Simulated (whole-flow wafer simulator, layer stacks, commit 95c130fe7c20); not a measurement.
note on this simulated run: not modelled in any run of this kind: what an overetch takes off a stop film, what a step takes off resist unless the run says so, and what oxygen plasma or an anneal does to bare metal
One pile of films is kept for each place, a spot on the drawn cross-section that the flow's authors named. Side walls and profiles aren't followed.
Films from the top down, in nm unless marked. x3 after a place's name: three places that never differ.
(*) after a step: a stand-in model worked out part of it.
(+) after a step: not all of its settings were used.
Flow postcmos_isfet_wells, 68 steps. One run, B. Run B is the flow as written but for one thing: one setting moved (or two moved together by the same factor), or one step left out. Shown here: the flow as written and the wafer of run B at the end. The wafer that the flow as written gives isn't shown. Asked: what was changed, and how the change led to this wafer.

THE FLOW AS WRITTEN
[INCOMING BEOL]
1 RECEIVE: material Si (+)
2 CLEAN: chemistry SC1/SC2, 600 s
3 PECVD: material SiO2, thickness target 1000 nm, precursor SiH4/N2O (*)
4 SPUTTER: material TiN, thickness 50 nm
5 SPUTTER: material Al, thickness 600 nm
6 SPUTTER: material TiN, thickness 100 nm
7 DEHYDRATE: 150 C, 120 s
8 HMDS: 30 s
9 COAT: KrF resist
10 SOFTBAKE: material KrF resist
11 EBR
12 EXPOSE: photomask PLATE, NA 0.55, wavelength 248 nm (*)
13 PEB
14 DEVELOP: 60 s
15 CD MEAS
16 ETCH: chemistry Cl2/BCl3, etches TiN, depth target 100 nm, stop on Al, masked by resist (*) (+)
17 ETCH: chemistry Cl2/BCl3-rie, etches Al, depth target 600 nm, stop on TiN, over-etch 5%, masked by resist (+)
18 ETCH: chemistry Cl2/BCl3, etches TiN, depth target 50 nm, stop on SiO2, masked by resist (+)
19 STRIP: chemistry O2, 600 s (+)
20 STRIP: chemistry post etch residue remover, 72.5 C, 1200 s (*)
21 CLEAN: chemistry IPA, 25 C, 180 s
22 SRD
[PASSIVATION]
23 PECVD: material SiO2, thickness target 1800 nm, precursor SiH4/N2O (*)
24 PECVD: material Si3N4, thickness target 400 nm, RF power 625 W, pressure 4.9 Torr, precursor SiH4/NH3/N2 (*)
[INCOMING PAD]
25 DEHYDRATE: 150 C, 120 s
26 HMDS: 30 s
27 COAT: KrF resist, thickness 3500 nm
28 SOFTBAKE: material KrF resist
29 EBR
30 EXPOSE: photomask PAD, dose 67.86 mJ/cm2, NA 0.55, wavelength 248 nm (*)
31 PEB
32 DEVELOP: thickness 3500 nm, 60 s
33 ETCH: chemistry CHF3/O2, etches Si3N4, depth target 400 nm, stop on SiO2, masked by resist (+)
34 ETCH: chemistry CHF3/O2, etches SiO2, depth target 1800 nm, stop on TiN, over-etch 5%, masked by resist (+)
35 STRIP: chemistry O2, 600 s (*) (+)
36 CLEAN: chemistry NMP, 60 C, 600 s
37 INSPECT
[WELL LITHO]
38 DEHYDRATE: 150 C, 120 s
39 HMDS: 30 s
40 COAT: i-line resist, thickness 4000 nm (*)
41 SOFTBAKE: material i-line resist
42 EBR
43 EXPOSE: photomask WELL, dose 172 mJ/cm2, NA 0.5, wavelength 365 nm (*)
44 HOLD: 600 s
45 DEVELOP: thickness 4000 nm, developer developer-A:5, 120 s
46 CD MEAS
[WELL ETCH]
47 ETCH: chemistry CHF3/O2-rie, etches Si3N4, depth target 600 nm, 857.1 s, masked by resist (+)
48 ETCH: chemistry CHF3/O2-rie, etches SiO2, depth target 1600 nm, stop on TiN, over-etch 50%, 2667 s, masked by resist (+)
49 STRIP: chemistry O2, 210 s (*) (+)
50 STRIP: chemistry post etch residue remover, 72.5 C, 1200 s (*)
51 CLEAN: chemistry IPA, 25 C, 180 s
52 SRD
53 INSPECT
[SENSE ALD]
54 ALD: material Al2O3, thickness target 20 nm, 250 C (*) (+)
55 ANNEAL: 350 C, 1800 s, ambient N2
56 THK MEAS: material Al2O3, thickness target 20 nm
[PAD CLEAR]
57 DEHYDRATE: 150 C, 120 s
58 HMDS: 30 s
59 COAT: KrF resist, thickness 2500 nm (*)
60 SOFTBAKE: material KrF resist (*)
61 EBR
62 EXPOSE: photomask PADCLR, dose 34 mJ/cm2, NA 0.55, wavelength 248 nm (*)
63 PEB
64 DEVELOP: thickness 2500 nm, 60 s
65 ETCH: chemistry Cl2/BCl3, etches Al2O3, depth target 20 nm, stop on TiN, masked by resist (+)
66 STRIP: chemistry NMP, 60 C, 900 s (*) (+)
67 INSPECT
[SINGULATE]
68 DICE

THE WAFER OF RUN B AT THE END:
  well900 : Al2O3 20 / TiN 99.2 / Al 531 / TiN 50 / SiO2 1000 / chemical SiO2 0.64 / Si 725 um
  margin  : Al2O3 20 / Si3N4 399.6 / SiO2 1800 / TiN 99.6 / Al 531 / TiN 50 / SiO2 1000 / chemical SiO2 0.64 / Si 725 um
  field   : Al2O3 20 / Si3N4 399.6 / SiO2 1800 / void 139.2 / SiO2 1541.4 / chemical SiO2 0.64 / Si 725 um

The cause: step 5, SPUTTER: thickness 531 nm was run, where the flow has thickness 600 nm; step 17, ETCH: depth target 531 nm was run, where the flow has depth target 600 nm.
It can be read off the wafer: well900 has Al 531, and step 5 as written asks for 600 nm.

How the change led to this, step by step:
  5 SPUTTER: material Al, thickness 600 nm
      field, margin, well900, well1300 x3, pad_rim, pad_clr, pad_open: Al +531 (new film) (as written it would be: Al +600 (new film))
  17 ETCH: chemistry Cl2/BCl3-rie, etches Al, depth target 600 nm, stop on TiN, over-etch 5%, masked by resist (+)
      margin, well900, well1300 x3, pad_rim, pad_clr, pad_open: KrF resist -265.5 (as written it would be: KrF resist -300)
      field: Al -531 (all of it) (as written it would be: Al -600 (all of it))
  19 STRIP: chemistry O2, 600 s (+)
      margin, well900, well1300 x3, pad_rim, pad_clr, pad_open: KrF resist -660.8 (all of it) (as written it would be: KrF resist -626.3 (all of it))
  23 PECVD: material SiO2, thickness target 1800 nm, precursor SiH4/N2O (*)
      field: SiO2 +1800 (new film), void +139.2 (new film), SiO2 +541.4 (as written it would be: SiO2 +1800 (new film), void +189.9 (new film), SiO2 +559.7)
